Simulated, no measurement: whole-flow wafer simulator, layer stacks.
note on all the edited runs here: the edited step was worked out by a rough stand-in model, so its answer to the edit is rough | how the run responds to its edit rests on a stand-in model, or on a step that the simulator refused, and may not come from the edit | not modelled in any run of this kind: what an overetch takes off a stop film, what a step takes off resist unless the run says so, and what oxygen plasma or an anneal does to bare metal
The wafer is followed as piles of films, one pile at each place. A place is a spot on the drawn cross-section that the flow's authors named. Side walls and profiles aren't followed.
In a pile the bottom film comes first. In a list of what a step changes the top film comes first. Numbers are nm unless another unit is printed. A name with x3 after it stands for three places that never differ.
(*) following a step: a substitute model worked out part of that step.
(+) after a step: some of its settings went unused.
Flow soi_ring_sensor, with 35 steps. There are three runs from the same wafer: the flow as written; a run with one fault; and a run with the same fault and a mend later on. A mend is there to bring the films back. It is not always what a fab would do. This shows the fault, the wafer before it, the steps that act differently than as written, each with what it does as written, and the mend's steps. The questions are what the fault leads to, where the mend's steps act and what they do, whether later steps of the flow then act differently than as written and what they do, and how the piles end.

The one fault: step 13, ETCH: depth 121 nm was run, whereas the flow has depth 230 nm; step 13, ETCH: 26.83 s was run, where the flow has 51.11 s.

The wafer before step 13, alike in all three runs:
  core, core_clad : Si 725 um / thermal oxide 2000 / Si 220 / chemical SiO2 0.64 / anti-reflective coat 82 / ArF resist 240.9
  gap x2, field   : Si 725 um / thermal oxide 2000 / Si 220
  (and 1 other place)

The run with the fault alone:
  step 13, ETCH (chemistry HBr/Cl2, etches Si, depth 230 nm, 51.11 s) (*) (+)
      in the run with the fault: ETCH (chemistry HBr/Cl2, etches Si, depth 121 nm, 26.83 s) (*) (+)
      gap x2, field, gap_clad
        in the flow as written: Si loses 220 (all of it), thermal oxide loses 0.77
        in the run with the fault: Si loses 121
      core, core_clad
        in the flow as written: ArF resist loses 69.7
        in the run with the fault: ArF resist loses 36.6
  Later steps of the flow acting differently than as written (1 other step is not shown; it differs only slightly, by no more than 2% or 0.5 nm, whichever is larger):
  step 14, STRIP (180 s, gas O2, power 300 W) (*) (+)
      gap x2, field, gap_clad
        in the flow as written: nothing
        in the run with the fault: chemical SiO2 gains 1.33 (new film), Si loses 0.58
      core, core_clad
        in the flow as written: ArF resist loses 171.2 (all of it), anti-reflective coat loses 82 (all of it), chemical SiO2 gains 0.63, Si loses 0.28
        in the run with the fault: ArF resist loses 204.3 (all of it), anti-reflective coat loses 82 (all of it), chemical SiO2 gains 0.62, Si loses 0.27
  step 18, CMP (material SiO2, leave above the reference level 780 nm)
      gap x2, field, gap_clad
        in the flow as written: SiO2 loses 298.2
        in the run with the fault: SiO2 loses 398.8
  By the end, the piles at field depart from the flow's by more than 2% or 0.5 nm, whichever is larger.
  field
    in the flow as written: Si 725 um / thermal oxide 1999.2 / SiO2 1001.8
    in the run with the fault: Si 725 um / thermal oxide 2000 / Si 98.4 / chemical SiO2 1.33 / SiO2 901.2

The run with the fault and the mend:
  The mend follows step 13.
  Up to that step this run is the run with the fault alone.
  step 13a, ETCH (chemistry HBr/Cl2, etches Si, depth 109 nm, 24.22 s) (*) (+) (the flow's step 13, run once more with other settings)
      gap x2, field, gap_clad
        Si loses 99 (all of it), thermal oxide loses 0.77
      core, core_clad
        ArF resist loses 33
  None of the later steps of the flow differs from how it acts as written, at any place that is followed, by more than 2% or 0.5 nm, whichever is larger.
  At every place that both follow, the piles at the end match the flow's.
